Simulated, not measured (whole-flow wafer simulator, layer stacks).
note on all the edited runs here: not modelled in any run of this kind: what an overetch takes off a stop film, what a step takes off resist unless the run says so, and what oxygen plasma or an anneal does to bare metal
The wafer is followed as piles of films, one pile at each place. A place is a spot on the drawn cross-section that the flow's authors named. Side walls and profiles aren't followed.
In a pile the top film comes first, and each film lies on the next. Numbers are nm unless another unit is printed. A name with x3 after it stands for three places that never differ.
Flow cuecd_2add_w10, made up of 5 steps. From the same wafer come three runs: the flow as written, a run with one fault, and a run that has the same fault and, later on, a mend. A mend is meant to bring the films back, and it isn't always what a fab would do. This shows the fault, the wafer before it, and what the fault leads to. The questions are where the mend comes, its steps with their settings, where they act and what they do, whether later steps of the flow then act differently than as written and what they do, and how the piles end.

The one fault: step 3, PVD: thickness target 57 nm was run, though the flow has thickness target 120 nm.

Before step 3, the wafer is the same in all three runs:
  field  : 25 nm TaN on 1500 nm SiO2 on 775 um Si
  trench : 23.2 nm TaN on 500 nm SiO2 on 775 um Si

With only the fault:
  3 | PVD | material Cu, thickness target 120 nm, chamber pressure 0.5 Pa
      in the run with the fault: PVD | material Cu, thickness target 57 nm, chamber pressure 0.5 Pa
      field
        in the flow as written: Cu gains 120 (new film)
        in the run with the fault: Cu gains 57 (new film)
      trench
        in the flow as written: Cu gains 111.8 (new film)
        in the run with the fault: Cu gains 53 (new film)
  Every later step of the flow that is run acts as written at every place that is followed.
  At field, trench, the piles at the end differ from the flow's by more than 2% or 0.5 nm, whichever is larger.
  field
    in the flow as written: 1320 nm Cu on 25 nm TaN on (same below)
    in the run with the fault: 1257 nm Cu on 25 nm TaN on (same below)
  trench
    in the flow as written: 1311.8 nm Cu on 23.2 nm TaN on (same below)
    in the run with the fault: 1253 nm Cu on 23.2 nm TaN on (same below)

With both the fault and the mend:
  The mend stands after step 3.
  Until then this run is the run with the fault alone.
  3a | PVD | material Cu, thickness target 63 nm, chamber pressure 0.5 Pa (the flow's step 3, run once more with other settings)
      field
        Cu gains 63
      trench
        Cu gains 58.6
  Every later step of the flow that is run acts as written at every place that is followed.
  The piles end only slightly different from the flow's at the places that both follow, by no more than 2% or 0.5 nm, whichever is larger.
